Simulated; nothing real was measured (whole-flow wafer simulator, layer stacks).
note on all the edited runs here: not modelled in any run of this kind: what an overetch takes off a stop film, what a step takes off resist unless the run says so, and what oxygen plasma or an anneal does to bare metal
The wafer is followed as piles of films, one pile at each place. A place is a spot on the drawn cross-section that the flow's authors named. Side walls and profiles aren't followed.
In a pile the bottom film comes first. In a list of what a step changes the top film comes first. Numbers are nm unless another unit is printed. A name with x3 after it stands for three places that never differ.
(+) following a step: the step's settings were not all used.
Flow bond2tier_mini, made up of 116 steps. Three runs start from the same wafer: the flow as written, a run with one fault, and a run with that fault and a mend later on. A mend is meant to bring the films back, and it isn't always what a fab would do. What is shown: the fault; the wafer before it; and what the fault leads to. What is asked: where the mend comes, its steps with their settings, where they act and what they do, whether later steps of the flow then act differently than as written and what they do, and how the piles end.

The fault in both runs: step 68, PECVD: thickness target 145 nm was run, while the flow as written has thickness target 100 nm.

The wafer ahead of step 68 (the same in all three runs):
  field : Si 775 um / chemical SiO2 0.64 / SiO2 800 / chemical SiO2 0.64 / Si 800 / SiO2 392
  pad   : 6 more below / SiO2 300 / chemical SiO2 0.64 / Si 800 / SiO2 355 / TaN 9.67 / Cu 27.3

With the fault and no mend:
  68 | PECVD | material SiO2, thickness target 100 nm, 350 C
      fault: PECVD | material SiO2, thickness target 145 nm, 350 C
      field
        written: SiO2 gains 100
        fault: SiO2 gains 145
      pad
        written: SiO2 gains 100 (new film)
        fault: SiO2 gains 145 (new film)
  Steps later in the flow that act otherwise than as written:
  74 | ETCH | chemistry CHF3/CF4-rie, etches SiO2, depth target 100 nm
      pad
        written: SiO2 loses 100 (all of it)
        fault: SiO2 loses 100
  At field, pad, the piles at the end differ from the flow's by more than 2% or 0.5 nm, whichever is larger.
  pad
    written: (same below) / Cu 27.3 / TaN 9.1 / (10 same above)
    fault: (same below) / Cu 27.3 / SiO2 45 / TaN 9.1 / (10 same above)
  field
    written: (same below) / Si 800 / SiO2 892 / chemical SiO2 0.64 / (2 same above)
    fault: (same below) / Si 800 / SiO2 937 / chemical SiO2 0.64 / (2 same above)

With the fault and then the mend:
  The mend follows step 73.
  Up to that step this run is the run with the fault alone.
  73a | STRIP | chemistry O2, over-ash 100% (+)
      field
        KrF resist loses 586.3 (all of it)
  73b | ETCH | chemistry CHF3/CF4-rie, etches SiO2, depth target 45 nm (a further turn of the flow's step 62, with different settings)
      field, pad
        SiO2 loses 45
  73c | COAT | KrF resist, thickness 600 nm (a further turn of the flow's step 69)
      field, pad
        KrF resist gains 600 (new film)
  73d | SOFTBAKE | KrF resist (a further turn of the flow's step 70)
      leaves every film unchanged at each place that is followed
  73e | EXPOSE | photomask T2PAD, NA 0.6 (a further turn of the flow's step 71)
      leaves every film unchanged at each place that is followed
  73f | PEB | KrF resist (a further turn of the flow's step 72)
      leaves every film unchanged at each place that is followed
  73g | DEVELOP | developer TMAH-0.26N, 60 s (a further turn of the flow's step 73)
      field
        KrF resist loses 13.7
      pad
        KrF resist loses 600 (all of it)
  None of the later steps of the flow acts differently than as written at any place that is followed.
  At every place that both follow, the piles at the end match the flow's.
